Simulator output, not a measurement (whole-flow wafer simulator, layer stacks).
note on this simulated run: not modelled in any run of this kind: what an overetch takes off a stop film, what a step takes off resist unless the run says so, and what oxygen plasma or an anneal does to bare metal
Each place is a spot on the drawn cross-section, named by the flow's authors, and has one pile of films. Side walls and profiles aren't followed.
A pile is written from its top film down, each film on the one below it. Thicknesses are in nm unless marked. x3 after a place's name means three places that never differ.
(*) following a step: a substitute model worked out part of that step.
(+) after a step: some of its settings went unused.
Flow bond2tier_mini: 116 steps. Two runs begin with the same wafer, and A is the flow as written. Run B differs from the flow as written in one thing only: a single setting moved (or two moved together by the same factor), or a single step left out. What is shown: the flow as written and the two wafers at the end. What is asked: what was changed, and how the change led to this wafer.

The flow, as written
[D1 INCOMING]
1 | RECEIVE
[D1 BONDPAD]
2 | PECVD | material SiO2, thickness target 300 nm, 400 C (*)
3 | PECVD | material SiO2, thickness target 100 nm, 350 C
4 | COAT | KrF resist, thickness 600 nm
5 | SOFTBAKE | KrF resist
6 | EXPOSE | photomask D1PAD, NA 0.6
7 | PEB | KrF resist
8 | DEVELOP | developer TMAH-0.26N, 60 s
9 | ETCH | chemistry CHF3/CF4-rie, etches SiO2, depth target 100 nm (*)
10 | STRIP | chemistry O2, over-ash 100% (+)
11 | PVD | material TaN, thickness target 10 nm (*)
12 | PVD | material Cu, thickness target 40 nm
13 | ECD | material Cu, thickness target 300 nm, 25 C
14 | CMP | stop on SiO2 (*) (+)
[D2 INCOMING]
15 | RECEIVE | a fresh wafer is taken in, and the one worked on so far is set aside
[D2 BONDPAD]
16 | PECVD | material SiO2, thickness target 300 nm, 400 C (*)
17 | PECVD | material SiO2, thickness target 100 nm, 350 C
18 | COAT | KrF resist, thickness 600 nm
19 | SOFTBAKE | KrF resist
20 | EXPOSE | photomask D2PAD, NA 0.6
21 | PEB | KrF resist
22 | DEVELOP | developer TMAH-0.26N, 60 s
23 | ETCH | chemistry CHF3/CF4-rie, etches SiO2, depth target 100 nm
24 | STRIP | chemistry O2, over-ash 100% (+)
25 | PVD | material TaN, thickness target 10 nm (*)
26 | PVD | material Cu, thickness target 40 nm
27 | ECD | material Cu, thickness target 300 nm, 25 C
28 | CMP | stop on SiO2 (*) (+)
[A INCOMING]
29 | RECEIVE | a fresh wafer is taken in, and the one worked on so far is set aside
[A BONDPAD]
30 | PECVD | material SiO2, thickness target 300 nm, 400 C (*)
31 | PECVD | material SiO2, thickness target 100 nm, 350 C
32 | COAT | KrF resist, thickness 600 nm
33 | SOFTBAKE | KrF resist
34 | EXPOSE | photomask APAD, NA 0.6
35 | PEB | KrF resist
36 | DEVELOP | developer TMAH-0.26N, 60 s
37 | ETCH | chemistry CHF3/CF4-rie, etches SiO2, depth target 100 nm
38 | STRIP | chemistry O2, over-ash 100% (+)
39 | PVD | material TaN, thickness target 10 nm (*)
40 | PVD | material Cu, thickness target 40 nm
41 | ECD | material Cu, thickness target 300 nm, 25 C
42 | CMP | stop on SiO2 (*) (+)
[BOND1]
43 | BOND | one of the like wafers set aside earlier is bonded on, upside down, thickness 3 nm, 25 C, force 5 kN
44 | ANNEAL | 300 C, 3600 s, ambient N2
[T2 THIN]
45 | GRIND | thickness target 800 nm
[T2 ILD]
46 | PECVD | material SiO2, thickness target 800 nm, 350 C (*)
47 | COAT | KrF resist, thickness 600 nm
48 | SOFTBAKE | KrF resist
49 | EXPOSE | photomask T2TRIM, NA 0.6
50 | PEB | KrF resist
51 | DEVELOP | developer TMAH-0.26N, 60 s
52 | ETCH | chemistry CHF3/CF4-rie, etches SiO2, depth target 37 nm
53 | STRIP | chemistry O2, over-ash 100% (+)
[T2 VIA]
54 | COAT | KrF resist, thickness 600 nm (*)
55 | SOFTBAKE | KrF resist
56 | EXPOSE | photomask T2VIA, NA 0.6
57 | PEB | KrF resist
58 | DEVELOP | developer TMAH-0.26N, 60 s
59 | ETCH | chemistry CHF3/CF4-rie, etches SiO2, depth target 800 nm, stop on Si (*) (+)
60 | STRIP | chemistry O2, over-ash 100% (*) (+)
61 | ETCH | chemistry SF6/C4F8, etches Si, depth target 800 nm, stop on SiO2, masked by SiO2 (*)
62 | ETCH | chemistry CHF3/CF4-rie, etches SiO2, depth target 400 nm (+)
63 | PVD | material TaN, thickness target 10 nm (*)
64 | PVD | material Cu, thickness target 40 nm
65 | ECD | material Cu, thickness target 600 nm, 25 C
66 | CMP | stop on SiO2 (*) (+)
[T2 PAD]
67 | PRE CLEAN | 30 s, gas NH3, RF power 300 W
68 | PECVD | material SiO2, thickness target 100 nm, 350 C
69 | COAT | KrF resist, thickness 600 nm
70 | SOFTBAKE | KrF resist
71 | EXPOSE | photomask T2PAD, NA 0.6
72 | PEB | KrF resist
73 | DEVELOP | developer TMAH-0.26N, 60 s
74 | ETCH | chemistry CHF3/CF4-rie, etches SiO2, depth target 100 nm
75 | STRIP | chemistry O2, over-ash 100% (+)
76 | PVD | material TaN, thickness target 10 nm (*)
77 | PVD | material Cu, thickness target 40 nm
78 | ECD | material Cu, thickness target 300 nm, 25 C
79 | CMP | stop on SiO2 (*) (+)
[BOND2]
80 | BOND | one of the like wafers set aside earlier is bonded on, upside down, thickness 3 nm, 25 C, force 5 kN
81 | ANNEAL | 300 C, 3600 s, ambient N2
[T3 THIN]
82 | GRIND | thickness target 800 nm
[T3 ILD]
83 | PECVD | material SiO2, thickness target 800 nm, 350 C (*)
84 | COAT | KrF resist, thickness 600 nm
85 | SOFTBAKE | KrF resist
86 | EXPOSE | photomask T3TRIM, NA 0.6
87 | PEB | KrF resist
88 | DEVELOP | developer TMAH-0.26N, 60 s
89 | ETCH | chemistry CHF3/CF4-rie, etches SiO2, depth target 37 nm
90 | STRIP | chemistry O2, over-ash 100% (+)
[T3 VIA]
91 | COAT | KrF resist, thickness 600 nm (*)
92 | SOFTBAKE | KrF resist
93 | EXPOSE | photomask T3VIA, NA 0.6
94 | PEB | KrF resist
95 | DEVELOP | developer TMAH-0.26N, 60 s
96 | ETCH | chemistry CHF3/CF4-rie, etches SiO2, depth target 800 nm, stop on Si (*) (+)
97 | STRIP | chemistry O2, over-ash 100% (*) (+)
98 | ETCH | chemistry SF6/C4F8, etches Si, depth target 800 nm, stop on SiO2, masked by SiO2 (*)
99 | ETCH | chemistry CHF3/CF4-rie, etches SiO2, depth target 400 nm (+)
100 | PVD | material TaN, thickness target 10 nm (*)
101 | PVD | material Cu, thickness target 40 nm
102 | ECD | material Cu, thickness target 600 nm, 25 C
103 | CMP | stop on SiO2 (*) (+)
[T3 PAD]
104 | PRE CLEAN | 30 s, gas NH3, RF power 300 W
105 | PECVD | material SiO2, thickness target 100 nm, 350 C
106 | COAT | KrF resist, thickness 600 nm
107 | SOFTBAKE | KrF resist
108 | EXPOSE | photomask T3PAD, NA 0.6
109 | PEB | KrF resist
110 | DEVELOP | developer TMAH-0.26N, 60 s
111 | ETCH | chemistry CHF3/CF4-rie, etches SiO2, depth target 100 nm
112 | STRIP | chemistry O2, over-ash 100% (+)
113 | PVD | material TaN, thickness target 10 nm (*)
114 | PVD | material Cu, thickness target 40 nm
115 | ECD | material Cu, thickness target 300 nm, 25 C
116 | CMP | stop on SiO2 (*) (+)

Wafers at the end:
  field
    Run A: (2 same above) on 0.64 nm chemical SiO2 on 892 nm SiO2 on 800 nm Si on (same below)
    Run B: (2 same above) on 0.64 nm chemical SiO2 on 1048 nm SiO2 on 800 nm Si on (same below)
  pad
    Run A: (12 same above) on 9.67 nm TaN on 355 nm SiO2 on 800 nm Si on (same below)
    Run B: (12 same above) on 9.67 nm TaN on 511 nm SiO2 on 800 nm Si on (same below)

Cause: step 62, ETCH: depth target 244 nm was run, though the flow has depth target 400 nm.

How this came from the change, step by step:
  62 | ETCH | chemistry CHF3/CF4-rie, etches SiO2, depth target 400 nm (+)
      field, pad: A SiO2 loses 400 | B SiO2 loses 244
